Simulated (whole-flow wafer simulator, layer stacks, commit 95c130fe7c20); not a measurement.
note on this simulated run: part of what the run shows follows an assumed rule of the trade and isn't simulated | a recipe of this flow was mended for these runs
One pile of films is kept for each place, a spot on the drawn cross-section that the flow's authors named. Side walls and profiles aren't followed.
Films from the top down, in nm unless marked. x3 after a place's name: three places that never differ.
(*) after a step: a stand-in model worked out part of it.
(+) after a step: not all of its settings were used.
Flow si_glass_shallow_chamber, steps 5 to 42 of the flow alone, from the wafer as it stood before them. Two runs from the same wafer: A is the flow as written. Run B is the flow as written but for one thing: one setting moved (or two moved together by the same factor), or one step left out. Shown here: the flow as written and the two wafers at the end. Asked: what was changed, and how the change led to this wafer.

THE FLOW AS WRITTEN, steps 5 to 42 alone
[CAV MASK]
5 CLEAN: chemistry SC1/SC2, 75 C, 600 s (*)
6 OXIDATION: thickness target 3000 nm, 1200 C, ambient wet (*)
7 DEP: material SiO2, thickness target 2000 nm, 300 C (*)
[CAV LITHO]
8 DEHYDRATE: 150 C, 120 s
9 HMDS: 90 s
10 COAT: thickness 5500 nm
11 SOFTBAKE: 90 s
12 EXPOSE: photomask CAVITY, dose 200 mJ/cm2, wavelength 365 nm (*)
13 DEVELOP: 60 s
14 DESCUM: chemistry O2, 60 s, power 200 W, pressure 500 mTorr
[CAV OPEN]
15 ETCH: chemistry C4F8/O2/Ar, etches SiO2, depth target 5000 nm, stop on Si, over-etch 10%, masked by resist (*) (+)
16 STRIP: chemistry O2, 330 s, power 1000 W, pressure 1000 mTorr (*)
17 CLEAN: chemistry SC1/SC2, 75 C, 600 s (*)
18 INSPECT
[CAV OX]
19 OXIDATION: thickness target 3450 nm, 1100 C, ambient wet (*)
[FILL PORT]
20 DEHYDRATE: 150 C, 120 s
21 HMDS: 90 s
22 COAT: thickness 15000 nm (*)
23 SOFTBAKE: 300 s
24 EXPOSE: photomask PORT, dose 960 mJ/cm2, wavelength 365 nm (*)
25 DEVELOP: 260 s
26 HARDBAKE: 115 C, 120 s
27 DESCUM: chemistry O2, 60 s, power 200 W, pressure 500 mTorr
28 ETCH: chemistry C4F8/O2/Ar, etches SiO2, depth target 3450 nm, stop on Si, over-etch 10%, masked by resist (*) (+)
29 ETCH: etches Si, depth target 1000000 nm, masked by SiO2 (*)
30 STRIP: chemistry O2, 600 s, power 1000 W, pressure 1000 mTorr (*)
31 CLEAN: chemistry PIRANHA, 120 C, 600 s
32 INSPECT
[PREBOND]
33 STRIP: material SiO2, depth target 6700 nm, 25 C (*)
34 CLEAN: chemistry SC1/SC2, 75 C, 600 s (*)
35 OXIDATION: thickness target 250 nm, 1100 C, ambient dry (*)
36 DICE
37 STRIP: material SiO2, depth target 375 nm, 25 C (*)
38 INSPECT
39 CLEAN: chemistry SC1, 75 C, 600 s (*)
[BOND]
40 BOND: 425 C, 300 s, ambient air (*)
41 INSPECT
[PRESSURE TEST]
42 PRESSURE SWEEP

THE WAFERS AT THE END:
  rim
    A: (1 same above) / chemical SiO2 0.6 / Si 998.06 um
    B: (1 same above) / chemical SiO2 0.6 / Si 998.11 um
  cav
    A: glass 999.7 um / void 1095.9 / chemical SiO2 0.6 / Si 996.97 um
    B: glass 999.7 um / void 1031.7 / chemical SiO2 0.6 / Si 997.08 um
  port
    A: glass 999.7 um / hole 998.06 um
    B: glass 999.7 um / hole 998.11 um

The cause: step 7, DEP: thickness target 2600 nm was run, where the flow has thickness target 2000 nm.

How the change led to this, step by step:
  7 DEP: material SiO2, thickness target 2000 nm, 300 C (*)
      rim, ramp, cav, port, septum, ring: A SiO2 +2000 | B SiO2 +2600
  15 ETCH: chemistry C4F8/O2/Ar, etches SiO2, depth target 5000 nm, stop on Si, over-etch 10%, masked by resist (*) (+)
      cav, port: A SiO2 -5000 (all of it), Si -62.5 | B SiO2 -5500
  16 STRIP: chemistry O2, 330 s, power 1000 W, pressure 1000 mTorr (*)
      cav, port: A chemical SiO2 +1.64 (new film), Si -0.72 | B nothing
  17 CLEAN: chemistry SC1/SC2, 75 C, 600 s (*)
      cav, port: A chemical SiO2 -1.04, Si -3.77 | B SiO2 -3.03
  19 OXIDATION: thickness target 3450 nm, 1100 C, ambient wet (*)
      cav, port: A SiO2 +3450 (new film), chemical SiO2 -0.6 (all of it), Si -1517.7 | B SiO2 +3356.9, Si -1477
      rim, ramp, septum, ring: A SiO2 +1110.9, Si -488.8 | B SiO2 +1012.1, Si -445.3
  22 COAT: thickness 15000 nm (*)
      rim: A thick-i-line-resist +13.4 um (new film) | B thick-i-line-resist +13.22 um (new film)
      ramp: A thick-i-line-resist +12.89 um (new film) | B thick-i-line-resist +12.66 um (new film)
      (and at 4 more places)
  23 SOFTBAKE: 300 s
      rim: A thick-i-line-resist -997 | B thick-i-line-resist -1119.7
      ramp: A thick-i-line-resist -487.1 | B thick-i-line-resist -552.6
      (and at 4 more places)
  25 DEVELOP: 260 s
      port: A thick-i-line-resist -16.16 um (all of it) | B thick-i-line-resist -16.29 um (all of it)
  26 HARDBAKE: 115 C, 120 s
      rim, ramp: A thick-i-line-resist -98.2 | B thick-i-line-resist -94.7
  29 ETCH: etches Si, depth target 1000000 nm, masked by SiO2 (*)
      rim, ramp: A thick-i-line-resist -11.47 um (all of it), SiO2 -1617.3 | B thick-i-line-resist -11.18 um (all of it), SiO2 -1775.2
      port: A hole +997.05 um (new film), Si -997.05 um (all of it) | B hole +997.16 um (new film), Si -997.16 um (all of it)
      (and at 2 more places)
  30 STRIP: chemistry O2, 600 s, power 1000 W, pressure 1000 mTorr (*)
      cav: A thick-i-line-resist -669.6 (all of it) | B thick-i-line-resist -801.2 (all of it)
  33 STRIP: material SiO2, depth target 6700 nm, 25 C (*)
      rim, ramp: A SiO2 -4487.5 (all of it) | B SiO2 -4830.8 (all of it)
      septum: A SiO2 -5732.1 (all of it) | B SiO2 -6219.8 (all of it)
      (and at 1 more place)
  40 BOND: 425 C, 300 s, ambient air (*)
      cav: A glass +999.7 um (new film), void +1095.9 (new film) | B glass +999.7 um (new film), void +1031.7 (new film)
      port: A glass +999.7 um (new film), hole +1017.3 | B glass +999.7 um (new film), hole +952.5
